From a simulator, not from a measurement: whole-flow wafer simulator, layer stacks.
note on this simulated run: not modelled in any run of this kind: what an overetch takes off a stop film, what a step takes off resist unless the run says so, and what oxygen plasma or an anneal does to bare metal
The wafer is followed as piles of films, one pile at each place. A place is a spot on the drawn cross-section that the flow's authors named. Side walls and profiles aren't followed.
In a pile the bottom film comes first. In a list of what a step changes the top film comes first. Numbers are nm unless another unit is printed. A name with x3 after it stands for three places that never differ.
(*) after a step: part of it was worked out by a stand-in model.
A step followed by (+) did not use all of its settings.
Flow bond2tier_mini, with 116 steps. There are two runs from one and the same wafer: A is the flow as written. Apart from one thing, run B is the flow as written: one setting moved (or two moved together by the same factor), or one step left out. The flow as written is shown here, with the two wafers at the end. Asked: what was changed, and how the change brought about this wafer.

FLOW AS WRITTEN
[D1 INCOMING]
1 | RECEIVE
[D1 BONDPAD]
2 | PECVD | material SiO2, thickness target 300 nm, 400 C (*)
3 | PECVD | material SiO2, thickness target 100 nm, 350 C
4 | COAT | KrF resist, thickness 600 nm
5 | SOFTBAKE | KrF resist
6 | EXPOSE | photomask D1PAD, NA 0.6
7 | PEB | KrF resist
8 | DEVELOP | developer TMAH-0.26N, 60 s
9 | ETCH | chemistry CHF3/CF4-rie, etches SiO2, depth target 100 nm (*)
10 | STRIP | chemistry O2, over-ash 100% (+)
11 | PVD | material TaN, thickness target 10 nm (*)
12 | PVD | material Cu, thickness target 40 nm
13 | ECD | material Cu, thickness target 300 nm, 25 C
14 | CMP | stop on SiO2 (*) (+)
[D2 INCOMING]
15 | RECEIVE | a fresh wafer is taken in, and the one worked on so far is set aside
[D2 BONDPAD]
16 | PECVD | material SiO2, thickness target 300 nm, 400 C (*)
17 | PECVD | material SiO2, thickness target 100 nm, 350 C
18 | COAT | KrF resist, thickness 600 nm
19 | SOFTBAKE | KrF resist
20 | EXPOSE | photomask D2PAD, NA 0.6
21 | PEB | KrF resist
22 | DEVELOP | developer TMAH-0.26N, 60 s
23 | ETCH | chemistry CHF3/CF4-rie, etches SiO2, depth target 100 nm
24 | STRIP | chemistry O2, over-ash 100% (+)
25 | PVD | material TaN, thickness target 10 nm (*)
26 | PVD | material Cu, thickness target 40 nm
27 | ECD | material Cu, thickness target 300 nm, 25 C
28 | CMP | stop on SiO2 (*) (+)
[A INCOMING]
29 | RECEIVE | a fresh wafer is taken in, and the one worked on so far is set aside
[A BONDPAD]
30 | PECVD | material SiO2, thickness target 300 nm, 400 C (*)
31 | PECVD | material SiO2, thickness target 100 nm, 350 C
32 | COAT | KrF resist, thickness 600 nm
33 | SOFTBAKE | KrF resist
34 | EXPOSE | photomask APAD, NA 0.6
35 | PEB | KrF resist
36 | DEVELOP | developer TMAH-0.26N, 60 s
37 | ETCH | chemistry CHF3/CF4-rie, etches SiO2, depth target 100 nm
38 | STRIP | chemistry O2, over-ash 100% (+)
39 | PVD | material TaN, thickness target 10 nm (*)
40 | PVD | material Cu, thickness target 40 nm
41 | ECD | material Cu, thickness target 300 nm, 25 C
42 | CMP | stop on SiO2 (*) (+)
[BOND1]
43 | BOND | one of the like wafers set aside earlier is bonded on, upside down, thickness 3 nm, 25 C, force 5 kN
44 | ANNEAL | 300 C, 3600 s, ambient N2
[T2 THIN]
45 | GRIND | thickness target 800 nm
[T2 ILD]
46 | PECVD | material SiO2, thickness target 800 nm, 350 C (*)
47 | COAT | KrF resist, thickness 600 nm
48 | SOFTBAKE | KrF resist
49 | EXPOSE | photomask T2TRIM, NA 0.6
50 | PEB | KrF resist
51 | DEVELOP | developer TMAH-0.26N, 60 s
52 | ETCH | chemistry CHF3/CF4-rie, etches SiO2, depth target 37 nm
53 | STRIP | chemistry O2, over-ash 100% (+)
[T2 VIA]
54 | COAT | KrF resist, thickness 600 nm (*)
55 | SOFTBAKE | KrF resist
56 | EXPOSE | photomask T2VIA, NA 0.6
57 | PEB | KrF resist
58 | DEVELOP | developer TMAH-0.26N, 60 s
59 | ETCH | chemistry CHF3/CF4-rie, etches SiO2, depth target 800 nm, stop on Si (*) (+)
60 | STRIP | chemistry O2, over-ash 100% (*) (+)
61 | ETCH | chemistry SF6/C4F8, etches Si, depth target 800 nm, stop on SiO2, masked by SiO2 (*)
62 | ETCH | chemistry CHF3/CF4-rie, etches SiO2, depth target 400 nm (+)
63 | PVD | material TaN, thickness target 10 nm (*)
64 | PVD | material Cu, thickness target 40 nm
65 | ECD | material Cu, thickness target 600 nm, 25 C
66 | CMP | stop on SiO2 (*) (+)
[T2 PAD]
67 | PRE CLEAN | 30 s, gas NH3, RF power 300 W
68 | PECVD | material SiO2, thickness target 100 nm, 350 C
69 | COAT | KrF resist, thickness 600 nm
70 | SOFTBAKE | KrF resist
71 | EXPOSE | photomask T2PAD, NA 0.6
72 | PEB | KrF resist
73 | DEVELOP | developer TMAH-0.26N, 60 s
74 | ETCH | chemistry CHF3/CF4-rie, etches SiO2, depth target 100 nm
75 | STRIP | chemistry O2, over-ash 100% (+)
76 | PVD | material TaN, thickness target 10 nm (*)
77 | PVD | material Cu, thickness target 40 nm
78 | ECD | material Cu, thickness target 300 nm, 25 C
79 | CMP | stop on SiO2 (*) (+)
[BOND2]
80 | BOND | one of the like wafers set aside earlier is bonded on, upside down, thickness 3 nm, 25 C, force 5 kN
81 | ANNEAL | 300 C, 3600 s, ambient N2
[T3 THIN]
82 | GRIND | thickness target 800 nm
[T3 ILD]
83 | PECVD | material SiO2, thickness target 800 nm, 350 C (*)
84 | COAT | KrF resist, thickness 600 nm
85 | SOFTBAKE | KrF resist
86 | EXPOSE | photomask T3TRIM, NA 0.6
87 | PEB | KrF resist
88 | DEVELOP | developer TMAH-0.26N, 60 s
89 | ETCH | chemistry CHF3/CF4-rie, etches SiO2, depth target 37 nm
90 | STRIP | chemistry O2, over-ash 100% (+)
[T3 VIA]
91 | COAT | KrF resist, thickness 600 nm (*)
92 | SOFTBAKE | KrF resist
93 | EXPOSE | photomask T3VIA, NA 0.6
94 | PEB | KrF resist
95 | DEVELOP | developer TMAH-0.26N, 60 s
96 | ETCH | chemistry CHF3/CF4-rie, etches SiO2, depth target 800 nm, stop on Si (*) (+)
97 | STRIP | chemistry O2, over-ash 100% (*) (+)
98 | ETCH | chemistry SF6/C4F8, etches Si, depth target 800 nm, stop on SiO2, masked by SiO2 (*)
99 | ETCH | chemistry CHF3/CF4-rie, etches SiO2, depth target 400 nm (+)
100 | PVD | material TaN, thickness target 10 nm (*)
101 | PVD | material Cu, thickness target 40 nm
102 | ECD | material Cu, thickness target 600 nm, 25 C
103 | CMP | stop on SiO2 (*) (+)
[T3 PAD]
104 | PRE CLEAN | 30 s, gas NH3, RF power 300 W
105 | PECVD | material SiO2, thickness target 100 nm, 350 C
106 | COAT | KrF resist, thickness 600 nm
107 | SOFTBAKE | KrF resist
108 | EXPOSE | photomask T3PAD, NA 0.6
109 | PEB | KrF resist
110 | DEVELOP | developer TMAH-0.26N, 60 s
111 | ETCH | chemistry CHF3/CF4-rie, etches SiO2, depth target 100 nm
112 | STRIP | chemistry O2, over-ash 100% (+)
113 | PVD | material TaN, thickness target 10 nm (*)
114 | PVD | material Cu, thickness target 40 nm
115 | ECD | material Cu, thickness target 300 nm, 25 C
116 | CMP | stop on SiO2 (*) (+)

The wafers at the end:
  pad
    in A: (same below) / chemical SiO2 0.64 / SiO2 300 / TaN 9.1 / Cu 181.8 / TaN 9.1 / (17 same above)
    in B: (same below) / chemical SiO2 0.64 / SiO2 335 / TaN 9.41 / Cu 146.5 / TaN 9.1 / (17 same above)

The reason: step 37, ETCH: depth target 65 nm was run, while the flow as written has depth target 100 nm.

The path from the change to this, step by step:
  37 | ETCH | chemistry CHF3/CF4-rie, etches SiO2, depth target 100 nm
      pad, via: A SiO2 loses 100 | B SiO2 loses 65
      field: A KrF resist loses 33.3 | B KrF resist loses 21.7
  38 | STRIP | chemistry O2, over-ash 100% (+)
      field: A KrF resist loses 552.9 (all of it) | B KrF resist loses 564.6 (all of it)
  40 | PVD | material Cu, thickness target 40 nm
      pad: A Cu gains 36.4 (new film) | B Cu gains 37.6 (new film)
  41 | ECD | material Cu, thickness target 300 nm, 25 C
      pad: A Cu gains 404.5 | B Cu gains 367.9
      via: A Cu gains 400.2 | B Cu gains 365
